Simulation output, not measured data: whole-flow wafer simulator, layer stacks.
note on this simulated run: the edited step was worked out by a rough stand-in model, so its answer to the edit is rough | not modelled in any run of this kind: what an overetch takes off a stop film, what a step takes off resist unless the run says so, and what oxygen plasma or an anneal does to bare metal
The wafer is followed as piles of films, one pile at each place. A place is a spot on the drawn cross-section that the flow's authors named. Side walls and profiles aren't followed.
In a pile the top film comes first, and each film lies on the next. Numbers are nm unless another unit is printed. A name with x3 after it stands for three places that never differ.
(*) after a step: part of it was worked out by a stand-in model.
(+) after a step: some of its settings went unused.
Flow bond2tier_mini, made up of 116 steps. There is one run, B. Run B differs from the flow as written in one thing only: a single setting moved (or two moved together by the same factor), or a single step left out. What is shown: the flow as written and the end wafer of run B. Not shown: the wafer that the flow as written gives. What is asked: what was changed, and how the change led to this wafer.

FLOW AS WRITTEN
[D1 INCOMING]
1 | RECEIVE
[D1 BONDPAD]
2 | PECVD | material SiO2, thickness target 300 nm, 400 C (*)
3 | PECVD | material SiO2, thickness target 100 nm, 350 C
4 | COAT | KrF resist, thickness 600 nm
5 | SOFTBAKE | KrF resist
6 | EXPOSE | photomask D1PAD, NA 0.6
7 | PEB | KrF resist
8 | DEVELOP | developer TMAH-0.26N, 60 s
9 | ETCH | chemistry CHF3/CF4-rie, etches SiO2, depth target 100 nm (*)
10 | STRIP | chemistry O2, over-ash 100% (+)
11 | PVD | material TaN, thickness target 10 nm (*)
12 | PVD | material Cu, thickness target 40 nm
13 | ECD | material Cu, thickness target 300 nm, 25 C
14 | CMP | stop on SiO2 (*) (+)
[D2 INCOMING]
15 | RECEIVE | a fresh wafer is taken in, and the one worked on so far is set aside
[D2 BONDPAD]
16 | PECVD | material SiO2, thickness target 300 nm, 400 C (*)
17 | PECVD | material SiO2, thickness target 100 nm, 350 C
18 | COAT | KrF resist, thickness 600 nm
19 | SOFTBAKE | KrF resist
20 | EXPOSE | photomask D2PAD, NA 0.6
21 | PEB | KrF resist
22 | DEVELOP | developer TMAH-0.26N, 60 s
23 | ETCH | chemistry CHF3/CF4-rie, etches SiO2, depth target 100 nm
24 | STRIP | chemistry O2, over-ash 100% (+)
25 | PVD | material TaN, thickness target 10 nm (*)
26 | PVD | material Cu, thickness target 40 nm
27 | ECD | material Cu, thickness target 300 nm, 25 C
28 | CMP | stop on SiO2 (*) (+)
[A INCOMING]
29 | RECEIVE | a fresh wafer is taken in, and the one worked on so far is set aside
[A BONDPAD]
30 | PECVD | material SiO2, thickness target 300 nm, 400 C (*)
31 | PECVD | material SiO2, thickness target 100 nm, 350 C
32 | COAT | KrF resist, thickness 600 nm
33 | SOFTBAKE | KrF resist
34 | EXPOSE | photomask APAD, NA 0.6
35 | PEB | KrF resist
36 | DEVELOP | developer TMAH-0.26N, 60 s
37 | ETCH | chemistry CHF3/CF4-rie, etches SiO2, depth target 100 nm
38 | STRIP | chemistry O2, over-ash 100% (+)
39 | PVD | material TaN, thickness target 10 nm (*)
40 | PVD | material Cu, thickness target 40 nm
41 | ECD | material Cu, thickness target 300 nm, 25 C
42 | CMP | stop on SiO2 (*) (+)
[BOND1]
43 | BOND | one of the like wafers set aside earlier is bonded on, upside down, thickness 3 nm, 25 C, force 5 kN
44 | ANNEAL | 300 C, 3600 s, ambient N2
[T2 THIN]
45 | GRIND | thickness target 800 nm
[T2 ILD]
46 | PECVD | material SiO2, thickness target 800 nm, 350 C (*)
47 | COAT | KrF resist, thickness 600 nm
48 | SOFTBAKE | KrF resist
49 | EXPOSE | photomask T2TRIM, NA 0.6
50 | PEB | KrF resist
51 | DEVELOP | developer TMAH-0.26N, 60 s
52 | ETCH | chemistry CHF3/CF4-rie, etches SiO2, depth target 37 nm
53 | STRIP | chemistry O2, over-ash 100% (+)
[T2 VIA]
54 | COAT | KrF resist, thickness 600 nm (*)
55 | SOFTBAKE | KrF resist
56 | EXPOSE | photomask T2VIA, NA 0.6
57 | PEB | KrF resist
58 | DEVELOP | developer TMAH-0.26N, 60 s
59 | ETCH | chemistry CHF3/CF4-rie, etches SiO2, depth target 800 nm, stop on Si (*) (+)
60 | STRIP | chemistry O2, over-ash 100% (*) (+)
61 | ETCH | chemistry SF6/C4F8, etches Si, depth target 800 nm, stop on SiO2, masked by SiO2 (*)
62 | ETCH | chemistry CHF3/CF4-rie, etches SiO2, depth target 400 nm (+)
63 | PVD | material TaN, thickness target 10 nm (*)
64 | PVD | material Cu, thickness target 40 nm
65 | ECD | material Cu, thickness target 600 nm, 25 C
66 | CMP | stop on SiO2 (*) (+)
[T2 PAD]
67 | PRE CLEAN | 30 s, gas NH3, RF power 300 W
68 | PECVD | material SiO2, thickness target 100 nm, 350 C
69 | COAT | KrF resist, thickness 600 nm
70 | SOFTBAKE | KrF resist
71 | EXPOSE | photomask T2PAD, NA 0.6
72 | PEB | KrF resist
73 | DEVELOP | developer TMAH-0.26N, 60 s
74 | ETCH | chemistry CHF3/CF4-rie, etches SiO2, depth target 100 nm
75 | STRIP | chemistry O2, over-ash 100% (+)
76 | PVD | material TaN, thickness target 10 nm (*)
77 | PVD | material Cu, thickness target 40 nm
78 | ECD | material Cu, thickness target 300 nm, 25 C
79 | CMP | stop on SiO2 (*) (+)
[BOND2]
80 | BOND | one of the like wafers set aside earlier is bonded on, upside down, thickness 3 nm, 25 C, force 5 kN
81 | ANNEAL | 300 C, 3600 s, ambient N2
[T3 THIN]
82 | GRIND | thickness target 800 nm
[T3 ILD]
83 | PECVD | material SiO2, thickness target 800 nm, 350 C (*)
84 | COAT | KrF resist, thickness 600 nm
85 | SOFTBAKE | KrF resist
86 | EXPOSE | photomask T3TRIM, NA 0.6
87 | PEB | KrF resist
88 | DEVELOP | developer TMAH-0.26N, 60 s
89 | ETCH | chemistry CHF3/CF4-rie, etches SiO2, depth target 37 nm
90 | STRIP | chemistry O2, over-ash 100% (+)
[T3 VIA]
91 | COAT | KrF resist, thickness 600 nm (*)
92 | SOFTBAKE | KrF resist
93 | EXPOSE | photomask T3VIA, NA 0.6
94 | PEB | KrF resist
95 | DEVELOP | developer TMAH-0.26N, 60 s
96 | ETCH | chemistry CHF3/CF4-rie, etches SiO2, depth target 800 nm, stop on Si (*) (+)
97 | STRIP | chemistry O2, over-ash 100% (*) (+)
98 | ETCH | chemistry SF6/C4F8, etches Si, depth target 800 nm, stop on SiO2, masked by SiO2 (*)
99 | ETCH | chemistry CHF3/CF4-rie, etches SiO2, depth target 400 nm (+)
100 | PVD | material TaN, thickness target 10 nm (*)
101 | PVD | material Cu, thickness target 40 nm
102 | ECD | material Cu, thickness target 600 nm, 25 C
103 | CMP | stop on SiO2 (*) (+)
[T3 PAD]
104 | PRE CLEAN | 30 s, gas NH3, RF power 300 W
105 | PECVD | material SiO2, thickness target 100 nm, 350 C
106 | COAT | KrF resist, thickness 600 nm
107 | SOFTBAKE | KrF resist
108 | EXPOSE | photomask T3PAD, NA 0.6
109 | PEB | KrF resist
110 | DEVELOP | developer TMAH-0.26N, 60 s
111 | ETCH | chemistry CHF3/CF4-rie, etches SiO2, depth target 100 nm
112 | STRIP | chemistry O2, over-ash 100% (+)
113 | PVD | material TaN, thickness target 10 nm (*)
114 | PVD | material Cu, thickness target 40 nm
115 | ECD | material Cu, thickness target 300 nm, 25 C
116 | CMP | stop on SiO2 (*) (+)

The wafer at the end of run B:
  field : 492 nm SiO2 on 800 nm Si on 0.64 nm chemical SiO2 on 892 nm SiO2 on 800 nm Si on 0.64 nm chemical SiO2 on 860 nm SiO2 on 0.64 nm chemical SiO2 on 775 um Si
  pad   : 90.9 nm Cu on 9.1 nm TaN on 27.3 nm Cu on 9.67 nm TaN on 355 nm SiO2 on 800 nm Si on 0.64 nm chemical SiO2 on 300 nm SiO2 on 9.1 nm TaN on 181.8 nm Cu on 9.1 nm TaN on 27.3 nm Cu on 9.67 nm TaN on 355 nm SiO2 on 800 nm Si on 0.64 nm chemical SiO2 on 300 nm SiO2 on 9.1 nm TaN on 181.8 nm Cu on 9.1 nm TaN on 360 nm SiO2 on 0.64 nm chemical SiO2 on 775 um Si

What caused this: step 30, PECVD: thickness target 360 nm was run, though the flow has thickness target 300 nm.
The wafer itself shows it: pad has SiO2 360, and step 30 as written asks for 300 nm.

How this came from the change, step by step:
  30 | PECVD | material SiO2, thickness target 300 nm, 400 C (*)
      field, pad, via: +360 SiO2 (new film) (as written it would have been: +300 SiO2 (new film))
